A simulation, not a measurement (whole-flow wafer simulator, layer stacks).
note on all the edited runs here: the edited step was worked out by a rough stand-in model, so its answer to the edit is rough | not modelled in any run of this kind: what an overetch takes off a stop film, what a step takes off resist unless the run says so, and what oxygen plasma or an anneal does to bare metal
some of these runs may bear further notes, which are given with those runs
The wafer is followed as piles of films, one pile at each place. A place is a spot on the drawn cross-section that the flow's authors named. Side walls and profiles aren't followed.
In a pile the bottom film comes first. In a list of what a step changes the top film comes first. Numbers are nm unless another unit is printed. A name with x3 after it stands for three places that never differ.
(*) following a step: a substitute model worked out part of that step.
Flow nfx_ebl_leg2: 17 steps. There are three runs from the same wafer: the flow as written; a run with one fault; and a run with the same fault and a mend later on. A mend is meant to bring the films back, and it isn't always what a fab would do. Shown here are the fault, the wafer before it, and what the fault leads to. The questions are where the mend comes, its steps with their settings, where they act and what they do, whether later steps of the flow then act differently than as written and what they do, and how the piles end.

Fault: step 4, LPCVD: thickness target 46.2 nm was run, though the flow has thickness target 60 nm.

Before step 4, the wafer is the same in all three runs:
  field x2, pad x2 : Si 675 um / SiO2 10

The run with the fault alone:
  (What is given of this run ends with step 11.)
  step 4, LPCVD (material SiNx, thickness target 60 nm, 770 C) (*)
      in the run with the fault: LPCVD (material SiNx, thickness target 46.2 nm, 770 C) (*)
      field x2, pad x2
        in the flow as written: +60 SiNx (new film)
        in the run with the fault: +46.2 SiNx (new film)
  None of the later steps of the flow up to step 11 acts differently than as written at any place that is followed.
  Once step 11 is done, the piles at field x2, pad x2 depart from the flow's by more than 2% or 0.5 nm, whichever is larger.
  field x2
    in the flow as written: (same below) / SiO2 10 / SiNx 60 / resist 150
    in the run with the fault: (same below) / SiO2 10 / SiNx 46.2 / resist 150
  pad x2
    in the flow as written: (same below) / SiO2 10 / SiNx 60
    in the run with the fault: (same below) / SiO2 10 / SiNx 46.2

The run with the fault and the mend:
  The mend stands after step 11.
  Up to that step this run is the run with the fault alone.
  step 11a, STRIP (resist, chemistry O2, 25 C) (*)
      field x2
        -150 resist (all of it)
  step 11b, CLEAN (chemistry SC1/SC2) (*) (a further turn of the flow's step 2)
      alters no film at any place that is followed
  step 11c, LPCVD (material SiNx, thickness target 13.8 nm, 770 C) (*) (a further turn of the flow's step 4, with different settings)
      field x2, pad x2
        +13.8 SiNx
  step 11d, DEHYDRATE (180 C, 120 s) (a further turn of the flow's step 6)
      alters no film at any place that is followed
  step 11e, COAT (resist, thickness 150 nm) (a further turn of the flow's step 7)
      field x2, pad x2
        +150 resist (new film)
  step 11f, SOFTBAKE (resist, 150 C, 60 s) (a further turn of the flow's step 8)
      alters no film at any place that is followed
  step 11g, EXPOSE (PMMA, thickness 150 nm, photomask GRATING) (*) (a further turn of the flow's step 9)
      alters no film at any place that is followed
  step 11h, DEVELOP (resist, thickness 150 nm, developer developer-C-546, 60 s) (*) (a further turn of the flow's step 10)
      pad x2
        -150 resist (all of it)
  None of the later steps of the flow acts differently than as written at any place that is followed.
  The piles end the same as the flow's at every place that both follow.
